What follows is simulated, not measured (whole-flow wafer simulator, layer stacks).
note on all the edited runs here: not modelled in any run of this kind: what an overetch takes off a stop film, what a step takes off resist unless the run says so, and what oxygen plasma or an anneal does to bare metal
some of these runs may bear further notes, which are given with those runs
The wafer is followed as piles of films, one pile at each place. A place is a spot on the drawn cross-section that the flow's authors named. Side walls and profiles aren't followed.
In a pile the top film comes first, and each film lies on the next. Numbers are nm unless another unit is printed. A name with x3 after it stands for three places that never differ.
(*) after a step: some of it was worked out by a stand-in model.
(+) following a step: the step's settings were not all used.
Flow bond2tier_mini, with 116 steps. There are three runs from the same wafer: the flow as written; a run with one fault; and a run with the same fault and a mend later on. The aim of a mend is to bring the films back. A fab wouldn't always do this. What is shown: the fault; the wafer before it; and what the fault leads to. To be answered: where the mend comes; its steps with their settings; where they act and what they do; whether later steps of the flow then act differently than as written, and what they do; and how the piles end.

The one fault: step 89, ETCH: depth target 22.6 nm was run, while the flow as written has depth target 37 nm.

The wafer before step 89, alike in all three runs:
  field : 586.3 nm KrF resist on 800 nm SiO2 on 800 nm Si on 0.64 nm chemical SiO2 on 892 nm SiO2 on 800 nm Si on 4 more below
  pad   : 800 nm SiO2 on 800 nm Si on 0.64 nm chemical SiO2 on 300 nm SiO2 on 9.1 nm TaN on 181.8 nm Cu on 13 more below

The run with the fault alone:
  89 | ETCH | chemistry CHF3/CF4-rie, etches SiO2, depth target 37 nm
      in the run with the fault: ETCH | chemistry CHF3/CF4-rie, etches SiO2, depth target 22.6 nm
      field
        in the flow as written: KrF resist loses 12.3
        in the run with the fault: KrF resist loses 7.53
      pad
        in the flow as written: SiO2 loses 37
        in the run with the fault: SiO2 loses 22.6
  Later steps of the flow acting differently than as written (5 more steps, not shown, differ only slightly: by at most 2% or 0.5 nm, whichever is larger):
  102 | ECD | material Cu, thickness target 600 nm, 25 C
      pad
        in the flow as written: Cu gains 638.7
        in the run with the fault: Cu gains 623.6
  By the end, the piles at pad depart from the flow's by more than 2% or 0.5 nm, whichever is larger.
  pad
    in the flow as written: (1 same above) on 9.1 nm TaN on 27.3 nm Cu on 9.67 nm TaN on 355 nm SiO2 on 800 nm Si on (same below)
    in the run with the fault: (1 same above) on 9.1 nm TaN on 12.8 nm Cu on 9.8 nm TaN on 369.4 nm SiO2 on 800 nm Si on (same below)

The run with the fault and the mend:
  After step 90 comes the mend.
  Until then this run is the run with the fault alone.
  90a | COAT | KrF resist, thickness 600 nm (*) (the flow's step 84, run once more)
      field
        KrF resist gains 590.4 (new film)
      pad
        KrF resist gains 610 (new film)
  90b | SOFTBAKE | KrF resist (the flow's step 85, run once more)
      does not change any film at any place that is followed
  90c | EXPOSE | photomask T3TRIM, NA 0.6 (the flow's step 86, run once more)
      does not change any film at any place that is followed
  90d | PEB | KrF resist (the flow's step 87, run once more)
      does not change any film at any place that is followed
  90e | DEVELOP | developer TMAH-0.26N, 60 s (the flow's step 88, run once more)
      field
        KrF resist loses 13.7
      pad
        KrF resist loses 610 (all of it)
  90f | ETCH | chemistry CHF3/CF4-rie, etches SiO2, depth target 14.4 nm (the flow's step 89, run once more with other settings)
      field
        KrF resist loses 4.8
      pad
        SiO2 loses 14.4
  90g | STRIP | chemistry O2, over-ash 100% (+) (the flow's step 90, run once more)
      field
        KrF resist loses 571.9 (all of it)
  Every later step of the flow that is run acts as written at every place that is followed.
  The piles end the same as the flow's at every place that both follow.
